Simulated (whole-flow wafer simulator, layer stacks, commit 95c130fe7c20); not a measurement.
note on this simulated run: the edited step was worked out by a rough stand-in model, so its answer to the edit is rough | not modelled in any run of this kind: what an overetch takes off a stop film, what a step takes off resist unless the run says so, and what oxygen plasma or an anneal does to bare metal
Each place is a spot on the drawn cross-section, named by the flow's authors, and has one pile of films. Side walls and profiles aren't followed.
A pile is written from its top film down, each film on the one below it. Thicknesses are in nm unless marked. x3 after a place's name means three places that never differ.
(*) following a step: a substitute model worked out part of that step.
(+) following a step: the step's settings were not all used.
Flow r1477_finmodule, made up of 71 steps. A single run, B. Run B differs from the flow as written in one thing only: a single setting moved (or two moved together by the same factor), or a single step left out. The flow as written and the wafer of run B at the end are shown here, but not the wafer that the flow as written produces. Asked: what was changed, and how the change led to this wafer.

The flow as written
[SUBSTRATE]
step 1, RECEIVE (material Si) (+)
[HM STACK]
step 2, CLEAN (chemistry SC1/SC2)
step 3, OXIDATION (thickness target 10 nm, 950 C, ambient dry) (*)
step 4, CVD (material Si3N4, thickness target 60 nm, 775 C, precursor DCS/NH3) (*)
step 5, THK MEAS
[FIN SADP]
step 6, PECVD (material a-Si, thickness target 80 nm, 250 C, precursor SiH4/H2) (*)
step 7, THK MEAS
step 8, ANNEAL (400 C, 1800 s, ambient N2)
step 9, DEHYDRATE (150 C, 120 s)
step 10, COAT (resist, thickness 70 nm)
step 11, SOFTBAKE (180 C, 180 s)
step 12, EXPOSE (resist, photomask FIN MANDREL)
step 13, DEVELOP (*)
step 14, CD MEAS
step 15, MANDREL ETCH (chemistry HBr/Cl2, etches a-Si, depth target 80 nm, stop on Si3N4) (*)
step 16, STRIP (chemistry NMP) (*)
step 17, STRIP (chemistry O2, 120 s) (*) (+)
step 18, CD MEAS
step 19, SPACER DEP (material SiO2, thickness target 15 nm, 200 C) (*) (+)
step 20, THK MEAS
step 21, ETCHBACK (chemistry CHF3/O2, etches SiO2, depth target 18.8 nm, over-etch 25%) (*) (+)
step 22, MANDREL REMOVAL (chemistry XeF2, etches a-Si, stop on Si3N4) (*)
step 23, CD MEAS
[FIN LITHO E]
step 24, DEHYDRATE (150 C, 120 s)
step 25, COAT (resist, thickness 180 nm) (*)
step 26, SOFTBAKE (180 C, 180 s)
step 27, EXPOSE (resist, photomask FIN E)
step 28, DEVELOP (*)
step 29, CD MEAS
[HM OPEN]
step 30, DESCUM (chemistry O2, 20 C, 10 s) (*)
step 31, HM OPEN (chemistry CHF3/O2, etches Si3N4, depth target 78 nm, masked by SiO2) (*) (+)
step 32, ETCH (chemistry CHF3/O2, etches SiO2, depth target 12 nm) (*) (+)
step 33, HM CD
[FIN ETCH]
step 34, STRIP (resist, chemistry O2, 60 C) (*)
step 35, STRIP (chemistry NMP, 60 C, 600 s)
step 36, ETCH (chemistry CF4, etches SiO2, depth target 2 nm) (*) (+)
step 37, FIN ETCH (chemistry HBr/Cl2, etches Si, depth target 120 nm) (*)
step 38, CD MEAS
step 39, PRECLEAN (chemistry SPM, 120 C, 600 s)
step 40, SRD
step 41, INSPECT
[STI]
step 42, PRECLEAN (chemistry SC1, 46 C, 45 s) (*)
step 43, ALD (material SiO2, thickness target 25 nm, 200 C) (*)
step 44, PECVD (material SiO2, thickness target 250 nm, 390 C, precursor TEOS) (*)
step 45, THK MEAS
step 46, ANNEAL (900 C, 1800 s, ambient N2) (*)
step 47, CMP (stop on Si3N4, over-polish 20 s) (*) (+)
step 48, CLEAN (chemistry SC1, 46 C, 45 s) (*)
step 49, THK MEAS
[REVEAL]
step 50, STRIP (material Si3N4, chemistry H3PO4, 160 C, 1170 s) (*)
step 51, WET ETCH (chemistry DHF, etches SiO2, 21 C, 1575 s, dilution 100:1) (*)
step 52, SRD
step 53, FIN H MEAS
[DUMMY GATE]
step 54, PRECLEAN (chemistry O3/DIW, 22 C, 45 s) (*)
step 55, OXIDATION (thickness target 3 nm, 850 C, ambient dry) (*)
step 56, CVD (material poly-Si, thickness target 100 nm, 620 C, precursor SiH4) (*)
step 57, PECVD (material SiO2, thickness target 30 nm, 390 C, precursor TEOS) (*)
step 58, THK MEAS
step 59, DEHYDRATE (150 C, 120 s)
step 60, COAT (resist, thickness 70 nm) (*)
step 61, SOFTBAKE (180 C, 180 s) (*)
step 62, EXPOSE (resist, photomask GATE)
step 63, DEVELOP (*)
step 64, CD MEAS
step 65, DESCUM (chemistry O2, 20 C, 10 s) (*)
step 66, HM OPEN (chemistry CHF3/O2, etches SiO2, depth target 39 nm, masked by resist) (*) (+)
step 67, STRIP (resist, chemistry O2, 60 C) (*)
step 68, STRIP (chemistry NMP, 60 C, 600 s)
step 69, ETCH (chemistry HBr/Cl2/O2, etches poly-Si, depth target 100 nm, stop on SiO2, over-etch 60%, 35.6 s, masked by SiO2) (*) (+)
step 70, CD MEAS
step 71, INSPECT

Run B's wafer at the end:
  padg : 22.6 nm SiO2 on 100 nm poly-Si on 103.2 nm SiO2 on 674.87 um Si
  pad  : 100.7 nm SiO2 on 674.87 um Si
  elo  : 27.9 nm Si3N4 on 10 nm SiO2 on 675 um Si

The reason: step 69, ETCH: depth target 140 nm was run, while the flow as written has depth target 100 nm.

How this came from the change, step by step:
  step 69, ETCH (chemistry HBr/Cl2/O2, etches poly-Si, depth target 100 nm, stop on SiO2, over-etch 60%, 35.6 s, masked by SiO2) (*) (+)
      padg, elg, esg and 15 more: -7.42 SiO2 (it would be, as written: -5.3 SiO2)
      pad, eso, e40so and 8 more: -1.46 chemical SiO2 (all of it), -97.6 poly-Si (all of it), -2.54 SiO2 (it would be, as written: -1.46 chemical SiO2 (all of it), -97.6 poly-Si (all of it), -0.42 SiO2)
      (as well as at 7 more places)
